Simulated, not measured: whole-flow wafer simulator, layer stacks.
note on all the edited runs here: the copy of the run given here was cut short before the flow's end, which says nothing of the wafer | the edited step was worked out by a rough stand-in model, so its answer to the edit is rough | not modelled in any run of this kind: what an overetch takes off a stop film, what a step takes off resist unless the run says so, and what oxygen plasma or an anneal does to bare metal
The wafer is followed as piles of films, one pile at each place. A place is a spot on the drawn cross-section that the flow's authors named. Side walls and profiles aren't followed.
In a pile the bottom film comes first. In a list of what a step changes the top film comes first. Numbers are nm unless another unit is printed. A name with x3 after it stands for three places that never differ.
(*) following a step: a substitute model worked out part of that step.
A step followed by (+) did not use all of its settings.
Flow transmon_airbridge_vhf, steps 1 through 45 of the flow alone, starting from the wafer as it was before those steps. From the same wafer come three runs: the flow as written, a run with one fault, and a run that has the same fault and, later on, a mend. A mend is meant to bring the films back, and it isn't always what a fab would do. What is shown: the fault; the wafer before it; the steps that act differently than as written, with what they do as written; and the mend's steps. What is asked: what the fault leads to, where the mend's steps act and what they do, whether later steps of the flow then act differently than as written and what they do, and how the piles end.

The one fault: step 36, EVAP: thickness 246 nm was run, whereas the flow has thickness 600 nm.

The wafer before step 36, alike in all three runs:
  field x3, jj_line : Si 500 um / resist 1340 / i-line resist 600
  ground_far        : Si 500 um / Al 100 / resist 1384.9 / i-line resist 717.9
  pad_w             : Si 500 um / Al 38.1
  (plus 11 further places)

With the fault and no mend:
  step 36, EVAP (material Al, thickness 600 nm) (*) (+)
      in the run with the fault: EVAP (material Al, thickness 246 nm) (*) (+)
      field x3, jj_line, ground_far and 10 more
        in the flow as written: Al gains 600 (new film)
        in the run with the fault: Al gains 246 (new film)
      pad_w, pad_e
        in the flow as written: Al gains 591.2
        in the run with the fault: Al gains 242.4
  Later steps of the flow acting differently than as written:
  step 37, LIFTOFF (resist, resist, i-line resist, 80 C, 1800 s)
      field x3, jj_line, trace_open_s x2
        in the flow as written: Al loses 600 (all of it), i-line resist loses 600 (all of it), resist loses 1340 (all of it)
        in the run with the fault: Al loses 246 (all of it), i-line resist loses 600 (all of it), resist loses 1340 (all of it)
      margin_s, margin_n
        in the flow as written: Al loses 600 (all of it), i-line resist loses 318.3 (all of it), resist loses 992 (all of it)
        in the run with the fault: Al loses 246 (all of it), i-line resist loses 318.3 (all of it), resist loses 992 (all of it)
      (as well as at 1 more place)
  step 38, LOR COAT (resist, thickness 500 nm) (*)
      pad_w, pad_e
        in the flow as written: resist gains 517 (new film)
        in the run with the fault: resist gains 551.7 (new film)
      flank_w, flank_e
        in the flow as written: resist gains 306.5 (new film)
        in the run with the fault: resist gains 314.7 (new film)
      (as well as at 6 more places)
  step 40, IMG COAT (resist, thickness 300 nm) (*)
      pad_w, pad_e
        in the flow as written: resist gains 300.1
        in the run with the fault: resist gains 317.6
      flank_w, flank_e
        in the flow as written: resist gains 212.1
        in the run with the fault: resist gains 224.2
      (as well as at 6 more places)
  The piles end different from the flow's at pad_w, flank_w, gap_w and 7 more by more than 2% or 0.5 nm, whichever is larger.
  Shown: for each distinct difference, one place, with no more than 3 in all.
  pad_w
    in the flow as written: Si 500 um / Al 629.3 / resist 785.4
    in the run with the fault: Si 500 um / Al 280.5 / resist 837.5
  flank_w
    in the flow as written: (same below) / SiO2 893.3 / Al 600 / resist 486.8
    in the run with the fault: (same below) / SiO2 893.3 / Al 246 / resist 507.1
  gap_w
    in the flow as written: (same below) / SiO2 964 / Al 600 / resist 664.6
    in the run with the fault: (same below) / SiO2 964 / Al 246 / resist 690.9

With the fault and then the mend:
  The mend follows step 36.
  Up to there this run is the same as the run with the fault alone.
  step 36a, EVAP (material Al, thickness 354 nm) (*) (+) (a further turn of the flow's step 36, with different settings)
      field x3, jj_line, ground_far and 10 more
        Al gains 354
      pad_w, pad_e
        Al gains 348.8
  None of the later steps of the flow differs from how it acts as written, at any place that is followed, by more than 2% or 0.5 nm, whichever is larger.
  At the end the piles are close to the flow's at the places that both follow, differing by at most 2% or 0.5 nm, whichever is larger.
